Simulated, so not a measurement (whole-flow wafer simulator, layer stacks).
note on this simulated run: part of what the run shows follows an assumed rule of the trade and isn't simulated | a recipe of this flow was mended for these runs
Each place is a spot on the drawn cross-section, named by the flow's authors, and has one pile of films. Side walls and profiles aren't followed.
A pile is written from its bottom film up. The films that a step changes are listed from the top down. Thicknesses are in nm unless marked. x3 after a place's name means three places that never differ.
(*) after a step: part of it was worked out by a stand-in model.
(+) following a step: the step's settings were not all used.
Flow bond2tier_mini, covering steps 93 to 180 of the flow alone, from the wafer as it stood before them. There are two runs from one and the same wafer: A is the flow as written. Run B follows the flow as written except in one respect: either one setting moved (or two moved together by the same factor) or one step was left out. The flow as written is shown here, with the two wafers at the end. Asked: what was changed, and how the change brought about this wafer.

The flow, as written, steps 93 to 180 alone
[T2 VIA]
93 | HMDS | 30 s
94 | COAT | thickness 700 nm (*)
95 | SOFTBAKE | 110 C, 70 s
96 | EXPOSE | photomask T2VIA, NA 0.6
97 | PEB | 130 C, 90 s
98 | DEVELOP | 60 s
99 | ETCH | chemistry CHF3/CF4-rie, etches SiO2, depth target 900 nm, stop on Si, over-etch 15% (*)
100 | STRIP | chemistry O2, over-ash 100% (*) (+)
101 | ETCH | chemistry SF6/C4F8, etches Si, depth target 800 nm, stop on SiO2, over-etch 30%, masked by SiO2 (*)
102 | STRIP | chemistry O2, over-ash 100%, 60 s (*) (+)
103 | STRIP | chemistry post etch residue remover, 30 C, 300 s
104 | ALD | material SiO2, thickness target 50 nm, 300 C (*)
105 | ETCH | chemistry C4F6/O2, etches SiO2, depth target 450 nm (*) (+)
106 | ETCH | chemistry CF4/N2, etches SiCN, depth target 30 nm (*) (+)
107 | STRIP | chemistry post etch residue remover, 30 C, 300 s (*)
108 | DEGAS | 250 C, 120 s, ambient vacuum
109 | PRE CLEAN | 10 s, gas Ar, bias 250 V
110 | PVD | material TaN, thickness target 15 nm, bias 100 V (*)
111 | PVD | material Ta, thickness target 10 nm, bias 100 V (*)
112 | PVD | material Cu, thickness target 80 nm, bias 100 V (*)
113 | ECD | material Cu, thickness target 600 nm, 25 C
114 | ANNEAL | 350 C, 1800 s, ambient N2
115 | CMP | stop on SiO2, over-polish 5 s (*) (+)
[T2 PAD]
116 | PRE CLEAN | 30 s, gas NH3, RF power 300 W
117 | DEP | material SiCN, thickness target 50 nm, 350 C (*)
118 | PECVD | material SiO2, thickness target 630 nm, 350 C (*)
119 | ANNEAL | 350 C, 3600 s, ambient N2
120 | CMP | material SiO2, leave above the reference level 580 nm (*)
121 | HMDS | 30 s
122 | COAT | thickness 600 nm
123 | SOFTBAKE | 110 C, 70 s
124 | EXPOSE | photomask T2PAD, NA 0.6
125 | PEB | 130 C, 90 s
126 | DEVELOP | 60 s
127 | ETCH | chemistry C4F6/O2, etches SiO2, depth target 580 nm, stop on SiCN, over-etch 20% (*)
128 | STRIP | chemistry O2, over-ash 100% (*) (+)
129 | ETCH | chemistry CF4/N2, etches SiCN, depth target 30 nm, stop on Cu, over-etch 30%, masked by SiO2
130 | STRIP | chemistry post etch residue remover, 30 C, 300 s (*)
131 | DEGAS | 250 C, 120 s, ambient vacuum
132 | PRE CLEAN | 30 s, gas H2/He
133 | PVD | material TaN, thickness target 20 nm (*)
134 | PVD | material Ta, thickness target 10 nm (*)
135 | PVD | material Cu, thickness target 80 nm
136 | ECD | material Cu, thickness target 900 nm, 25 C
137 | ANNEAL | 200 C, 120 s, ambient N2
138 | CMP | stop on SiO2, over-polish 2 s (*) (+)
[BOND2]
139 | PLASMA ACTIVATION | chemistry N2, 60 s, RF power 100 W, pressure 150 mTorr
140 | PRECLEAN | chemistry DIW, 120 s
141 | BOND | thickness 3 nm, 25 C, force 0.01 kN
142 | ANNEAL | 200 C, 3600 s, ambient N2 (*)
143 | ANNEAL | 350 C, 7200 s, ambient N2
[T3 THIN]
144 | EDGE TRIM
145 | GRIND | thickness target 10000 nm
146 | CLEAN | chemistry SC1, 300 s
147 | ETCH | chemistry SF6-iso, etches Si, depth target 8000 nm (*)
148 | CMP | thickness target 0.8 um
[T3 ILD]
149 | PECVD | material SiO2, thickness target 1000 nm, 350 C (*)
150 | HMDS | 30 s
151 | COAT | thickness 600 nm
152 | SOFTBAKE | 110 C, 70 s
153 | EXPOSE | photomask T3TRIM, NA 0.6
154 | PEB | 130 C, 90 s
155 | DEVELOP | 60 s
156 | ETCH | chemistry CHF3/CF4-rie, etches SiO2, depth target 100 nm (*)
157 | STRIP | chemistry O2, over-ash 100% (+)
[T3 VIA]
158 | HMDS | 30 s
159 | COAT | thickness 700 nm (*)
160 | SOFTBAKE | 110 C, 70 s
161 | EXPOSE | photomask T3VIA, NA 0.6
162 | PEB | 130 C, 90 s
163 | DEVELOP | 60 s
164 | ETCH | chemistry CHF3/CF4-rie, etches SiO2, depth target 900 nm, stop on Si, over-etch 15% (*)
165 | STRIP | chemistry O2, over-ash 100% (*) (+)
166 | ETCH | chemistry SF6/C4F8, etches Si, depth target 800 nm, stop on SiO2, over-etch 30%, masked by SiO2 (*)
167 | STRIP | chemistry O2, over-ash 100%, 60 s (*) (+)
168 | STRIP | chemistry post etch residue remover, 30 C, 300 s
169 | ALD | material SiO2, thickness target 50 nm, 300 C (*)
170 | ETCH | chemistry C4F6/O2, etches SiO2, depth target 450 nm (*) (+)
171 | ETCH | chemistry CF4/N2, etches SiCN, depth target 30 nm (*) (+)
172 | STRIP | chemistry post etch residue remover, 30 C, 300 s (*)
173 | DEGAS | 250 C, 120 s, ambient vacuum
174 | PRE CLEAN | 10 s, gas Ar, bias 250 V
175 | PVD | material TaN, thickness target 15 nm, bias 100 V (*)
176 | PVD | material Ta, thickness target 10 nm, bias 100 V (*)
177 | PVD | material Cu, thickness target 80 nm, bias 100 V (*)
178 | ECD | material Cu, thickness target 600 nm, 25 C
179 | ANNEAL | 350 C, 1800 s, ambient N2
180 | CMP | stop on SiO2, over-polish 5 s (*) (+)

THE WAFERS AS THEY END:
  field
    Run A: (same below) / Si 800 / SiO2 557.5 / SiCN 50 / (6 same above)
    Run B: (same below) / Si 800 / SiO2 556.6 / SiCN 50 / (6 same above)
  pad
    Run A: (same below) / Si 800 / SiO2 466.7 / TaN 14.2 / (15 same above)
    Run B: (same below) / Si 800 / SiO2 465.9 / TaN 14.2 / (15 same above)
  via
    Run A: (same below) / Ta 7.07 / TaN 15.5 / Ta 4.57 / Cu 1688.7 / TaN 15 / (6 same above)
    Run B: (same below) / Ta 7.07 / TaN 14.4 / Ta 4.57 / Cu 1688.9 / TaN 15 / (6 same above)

The reason: step 109, PRE CLEAN: bias 362 V was run, though the flow has bias 250 V.

How this came from the change, step by step:
  109 | PRE CLEAN | 10 s, gas Ar, bias 250 V
      field, pad: A SiO2 loses 3 | B SiO2 loses 3.89
      via: A TaN loses 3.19 | B TaN loses 4.28
